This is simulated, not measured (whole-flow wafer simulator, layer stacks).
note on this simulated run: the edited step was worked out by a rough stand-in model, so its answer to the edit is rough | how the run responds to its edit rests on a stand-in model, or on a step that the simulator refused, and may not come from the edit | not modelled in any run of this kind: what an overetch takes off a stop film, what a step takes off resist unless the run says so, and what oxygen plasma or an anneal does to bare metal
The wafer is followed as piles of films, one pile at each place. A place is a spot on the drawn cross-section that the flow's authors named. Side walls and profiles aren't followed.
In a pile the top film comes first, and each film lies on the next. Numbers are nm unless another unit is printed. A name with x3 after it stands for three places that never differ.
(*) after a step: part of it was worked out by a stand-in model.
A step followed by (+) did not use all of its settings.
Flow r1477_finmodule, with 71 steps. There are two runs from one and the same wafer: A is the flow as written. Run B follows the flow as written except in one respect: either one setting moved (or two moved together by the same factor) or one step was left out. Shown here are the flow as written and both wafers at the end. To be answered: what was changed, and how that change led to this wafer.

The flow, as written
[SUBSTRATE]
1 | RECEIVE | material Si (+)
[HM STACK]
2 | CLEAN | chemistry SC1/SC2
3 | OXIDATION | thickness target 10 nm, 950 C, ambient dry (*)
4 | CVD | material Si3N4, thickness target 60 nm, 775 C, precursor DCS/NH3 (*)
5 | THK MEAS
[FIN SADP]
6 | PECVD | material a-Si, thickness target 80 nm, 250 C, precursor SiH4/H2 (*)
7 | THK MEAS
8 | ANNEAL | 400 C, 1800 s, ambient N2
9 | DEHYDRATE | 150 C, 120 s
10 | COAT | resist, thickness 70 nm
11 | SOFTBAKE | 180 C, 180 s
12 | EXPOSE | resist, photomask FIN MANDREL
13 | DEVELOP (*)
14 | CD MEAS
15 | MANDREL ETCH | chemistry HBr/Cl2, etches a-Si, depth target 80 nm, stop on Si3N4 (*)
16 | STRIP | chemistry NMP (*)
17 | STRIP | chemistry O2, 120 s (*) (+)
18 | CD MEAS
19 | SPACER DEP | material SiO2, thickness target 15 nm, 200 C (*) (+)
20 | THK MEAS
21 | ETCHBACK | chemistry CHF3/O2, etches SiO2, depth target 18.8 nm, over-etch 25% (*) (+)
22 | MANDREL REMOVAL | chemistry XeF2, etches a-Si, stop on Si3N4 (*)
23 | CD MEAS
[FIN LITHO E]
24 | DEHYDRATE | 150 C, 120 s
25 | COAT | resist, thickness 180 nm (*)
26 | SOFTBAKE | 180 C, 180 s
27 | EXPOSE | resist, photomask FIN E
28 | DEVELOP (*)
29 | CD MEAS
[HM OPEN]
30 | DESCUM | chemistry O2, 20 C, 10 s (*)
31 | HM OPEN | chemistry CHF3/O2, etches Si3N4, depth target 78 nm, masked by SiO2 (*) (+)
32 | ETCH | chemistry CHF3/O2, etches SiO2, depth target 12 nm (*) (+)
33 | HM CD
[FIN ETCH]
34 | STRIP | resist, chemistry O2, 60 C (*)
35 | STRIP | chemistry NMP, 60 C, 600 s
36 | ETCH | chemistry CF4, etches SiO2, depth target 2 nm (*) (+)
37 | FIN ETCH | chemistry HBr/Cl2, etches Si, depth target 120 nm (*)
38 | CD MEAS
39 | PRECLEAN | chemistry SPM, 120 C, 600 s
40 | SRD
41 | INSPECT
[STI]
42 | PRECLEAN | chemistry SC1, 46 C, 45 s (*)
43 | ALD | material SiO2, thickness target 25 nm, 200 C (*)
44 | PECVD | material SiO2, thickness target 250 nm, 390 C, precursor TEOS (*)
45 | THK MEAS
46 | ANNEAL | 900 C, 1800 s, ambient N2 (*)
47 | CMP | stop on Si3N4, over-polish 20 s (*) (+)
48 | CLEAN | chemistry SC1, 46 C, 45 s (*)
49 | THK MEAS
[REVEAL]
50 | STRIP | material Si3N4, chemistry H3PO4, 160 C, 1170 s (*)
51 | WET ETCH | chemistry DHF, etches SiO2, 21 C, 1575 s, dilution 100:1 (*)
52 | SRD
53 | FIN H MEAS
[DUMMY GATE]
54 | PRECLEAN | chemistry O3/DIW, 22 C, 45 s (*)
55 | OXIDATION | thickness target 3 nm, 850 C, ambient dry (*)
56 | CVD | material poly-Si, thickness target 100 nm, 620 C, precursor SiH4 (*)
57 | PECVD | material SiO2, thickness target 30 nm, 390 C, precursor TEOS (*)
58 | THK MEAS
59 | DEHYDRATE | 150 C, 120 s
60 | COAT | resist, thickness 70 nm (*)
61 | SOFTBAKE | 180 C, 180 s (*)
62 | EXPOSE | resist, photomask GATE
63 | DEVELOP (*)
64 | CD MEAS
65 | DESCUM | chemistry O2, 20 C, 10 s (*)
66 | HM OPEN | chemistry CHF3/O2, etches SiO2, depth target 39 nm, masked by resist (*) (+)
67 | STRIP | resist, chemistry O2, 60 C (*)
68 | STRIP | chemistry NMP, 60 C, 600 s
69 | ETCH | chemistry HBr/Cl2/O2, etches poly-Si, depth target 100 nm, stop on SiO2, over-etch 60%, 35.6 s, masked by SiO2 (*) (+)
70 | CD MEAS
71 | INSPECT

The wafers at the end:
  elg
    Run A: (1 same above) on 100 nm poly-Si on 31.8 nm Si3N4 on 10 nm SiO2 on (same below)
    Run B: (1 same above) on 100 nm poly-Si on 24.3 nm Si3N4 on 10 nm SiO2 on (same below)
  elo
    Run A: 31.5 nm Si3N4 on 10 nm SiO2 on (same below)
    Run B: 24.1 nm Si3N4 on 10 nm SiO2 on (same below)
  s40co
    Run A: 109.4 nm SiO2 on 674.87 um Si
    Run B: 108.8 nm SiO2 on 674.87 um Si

Cause: step 21, ETCHBACK: depth target 27.3 nm was run, whereas the flow has depth target 18.8 nm.

The path from the change to this, step by step:
  21 | ETCHBACK | chemistry CHF3/O2, etches SiO2, depth target 18.8 nm, over-etch 25% (*) (+)
      pad, padg, elg and 21 more: A SiO2 loses 15 (all of it), Si3N4 loses 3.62 | B SiO2 loses 15 (all of it), Si3N4 loses 11.7
      s40cg, s45cg, s50cg, s40co, s45co, s50co: A SiO2 loses 15.4 (all of it), a-Si loses 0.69 | B SiO2 loses 15.4 (all of it), a-Si loses 2.39
      (and at 6 other places as well)
  22 | MANDREL REMOVAL | chemistry XeF2, etches a-Si, stop on Si3N4 (*)
      s40cg, s45cg, s50cg, s40co, s45co, s50co: A a-Si loses 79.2 (all of it) | B a-Si loses 77.5 (all of it)
  25 | COAT | resist, thickness 180 nm (*)
      s40cg, s40co: A resist gains 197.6 (new film) | B resist gains 192.1 (new film)
      s40sg_line, s40so_line: A resist gains 121.2 (new film) | B resist gains 124.2 (new film)
      (and at 8 other places as well)
  28 | DEVELOP (*)
      s40cg, s40co: A resist loses 197.6 (all of it) | B resist loses 192.1 (all of it)
      s40sg_line, s40so_line: A resist loses 121.2 (all of it) | B resist loses 124.2 (all of it)
      (and at 8 other places as well)
  31 | HM OPEN | chemistry CHF3/O2, etches Si3N4, depth target 78 nm, masked by SiO2 (*) (+)
      pad, padg, esg and 13 more: A Si3N4 loses 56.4 (all of it), SiO2 loses 10 (all of it) | B Si3N4 loses 48.3 (all of it), SiO2 loses 10 (all of it)
      elg, e40lg, e100lg, e200lg, elo, e40lo, e100lo, e200lo: A resist loses 78 | B resist loses 72.4
      (and at 12 other places as well)
  32 | ETCH | chemistry CHF3/O2, etches SiO2, depth target 12 nm (*) (+)
      s40cg, s45cg, s50cg, s40co, s45co, s50co: A SiO2 loses 1 (all of it), Si loses 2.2 | B SiO2 loses 3.79 (all of it), Si loses 1.64
  34 | STRIP | resist, chemistry O2, 60 C (*)
      elg, e40lg, e100lg, e200lg, elo, e40lo, e100lo, e200lo: A resist loses 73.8 (all of it) | B resist loses 79.3 (all of it)
  43 | ALD | material SiO2, thickness target 25 nm, 200 C (*)
      s40cg, s45cg, s50cg, s40co, s45co, s50co: A SiO2 gains 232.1 (new film) | B SiO2 gains 225.8 (new film)
      esg: A SiO2 gains 194.3 (new film) | B SiO2 gains 186.2 (new film)
  47 | CMP | stop on Si3N4, over-polish 20 s (*) (+)
      elg, esg, e40lg and 6 more: A SiO2 loses 241.6 | B SiO2 loses 233.5
      s40cg, s45cg, s50cg, s40co, s45co, s50co: A SiO2 loses 279 | B SiO2 loses 273.3
      (and at 6 other places as well)
  51 | WET ETCH | chemistry DHF, etches SiO2, 21 C, 1575 s, dilution 100:1 (*)
      elg, e40lg, e100lg, e200lg, elo, e40lo, e100lo, e200lo: A SiO2 loses 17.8 (all of it), Si3N4 loses 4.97 | B SiO2 loses 25.9 (all of it), Si3N4 loses 4.32
  56 | CVD | material poly-Si, thickness target 100 nm, 620 C, precursor SiH4 (*)
      esg: A poly-Si gains 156 (new film) | B poly-Si gains 148.7 (new film)
  60 | COAT | resist, thickness 70 nm (*)
      e40sg, eso, e40so: A resist gains 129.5 (new film) | B resist gains 122.4 (new film)
      e100sg, e100so: A resist gains 129.4 (new film) | B resist gains 122.4 (new film)
      (and at 2 other places as well)
  63 | DEVELOP (*)
      eso, e40so: A resist loses 129.5 (all of it) | B resist loses 122.4 (all of it)
      e100so: A resist loses 129.4 (all of it) | B resist loses 122.4 (all of it)
      (and at 1 other place as well)
  67 | STRIP | resist, chemistry O2, 60 C (*)
      e40sg: A resist loses 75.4 (all of it) | B resist loses 68.3 (all of it)
      e100sg: A resist loses 75.3 (all of it) | B resist loses 68.3 (all of it)
      (and at 1 other place as well)
